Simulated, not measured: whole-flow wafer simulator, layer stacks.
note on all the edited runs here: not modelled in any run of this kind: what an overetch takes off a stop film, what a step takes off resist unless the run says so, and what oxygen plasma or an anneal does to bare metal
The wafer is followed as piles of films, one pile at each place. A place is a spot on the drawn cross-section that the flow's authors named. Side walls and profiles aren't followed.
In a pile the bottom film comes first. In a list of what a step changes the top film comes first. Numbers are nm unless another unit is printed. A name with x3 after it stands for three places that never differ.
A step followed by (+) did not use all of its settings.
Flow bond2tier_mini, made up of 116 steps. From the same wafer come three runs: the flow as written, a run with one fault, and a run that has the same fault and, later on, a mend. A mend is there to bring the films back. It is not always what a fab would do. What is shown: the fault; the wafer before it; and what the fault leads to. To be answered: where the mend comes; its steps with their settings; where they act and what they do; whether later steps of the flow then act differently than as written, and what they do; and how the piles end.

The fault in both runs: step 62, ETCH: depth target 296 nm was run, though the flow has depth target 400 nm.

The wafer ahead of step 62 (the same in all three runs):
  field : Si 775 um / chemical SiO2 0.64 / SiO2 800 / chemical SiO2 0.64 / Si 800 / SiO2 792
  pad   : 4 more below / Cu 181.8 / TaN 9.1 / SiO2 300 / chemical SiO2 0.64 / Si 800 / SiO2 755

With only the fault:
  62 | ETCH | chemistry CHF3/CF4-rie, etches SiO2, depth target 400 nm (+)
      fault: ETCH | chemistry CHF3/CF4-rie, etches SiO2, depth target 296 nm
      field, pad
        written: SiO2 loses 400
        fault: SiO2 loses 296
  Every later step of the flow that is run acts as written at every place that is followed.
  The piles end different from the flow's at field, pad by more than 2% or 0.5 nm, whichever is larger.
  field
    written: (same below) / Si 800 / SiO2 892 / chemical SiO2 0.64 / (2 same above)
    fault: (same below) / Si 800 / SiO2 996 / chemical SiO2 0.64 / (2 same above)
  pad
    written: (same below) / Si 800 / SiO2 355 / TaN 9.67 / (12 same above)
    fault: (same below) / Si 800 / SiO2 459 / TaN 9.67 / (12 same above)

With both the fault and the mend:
  The mend stands after step 62.
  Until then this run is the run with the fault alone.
  62a | ETCH | chemistry CHF3/CF4-rie, etches SiO2, depth target 104 nm (+) (the flow's step 62 again, with other settings)
      field, pad
        SiO2 loses 104
  Every later step of the flow that is run acts as written at every place that is followed.
  At every place that both follow, the piles at the end match the flow's.
